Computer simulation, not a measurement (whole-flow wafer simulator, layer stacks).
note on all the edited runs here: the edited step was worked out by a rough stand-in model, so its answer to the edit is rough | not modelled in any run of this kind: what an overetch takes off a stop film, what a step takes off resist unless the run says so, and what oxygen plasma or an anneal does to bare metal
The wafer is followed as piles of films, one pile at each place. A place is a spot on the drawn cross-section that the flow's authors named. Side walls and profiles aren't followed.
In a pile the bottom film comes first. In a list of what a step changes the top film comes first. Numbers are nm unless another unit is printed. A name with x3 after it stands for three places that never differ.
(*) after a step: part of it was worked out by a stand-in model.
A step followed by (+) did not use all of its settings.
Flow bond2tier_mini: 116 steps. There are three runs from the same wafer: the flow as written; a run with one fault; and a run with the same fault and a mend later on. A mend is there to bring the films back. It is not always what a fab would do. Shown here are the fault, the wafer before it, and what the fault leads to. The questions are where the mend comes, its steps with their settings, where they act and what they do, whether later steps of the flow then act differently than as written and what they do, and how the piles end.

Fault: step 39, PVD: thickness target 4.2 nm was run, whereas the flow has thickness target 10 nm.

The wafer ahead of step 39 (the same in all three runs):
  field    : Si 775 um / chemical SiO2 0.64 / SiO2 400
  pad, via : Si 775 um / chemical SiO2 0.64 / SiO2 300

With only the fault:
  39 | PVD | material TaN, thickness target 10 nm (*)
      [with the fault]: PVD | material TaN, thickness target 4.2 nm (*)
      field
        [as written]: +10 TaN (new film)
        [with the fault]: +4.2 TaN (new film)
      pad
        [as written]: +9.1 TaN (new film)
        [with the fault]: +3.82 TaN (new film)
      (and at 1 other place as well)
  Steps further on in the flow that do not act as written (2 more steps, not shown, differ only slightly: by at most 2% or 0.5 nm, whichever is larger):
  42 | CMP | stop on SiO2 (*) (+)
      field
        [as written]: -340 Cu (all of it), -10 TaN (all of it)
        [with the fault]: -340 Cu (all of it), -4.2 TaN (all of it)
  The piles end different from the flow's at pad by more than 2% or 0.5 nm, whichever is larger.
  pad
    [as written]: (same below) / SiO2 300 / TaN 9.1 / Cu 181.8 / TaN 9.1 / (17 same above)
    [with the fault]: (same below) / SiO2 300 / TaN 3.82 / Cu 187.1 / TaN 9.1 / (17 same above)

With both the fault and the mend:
  After step 39 comes the mend.
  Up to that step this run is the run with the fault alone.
  39a | PVD | material TaN, thickness target 5.8 nm (*) (a further turn of the flow's step 39, with different settings)
      field
        +5.8 TaN
      pad
        +5.28 TaN
      via
        +5.78 TaN
  Every later step of the flow that is run acts as written at every place that is followed.
  By the end, the piles equal the flow's at every place that both follow.
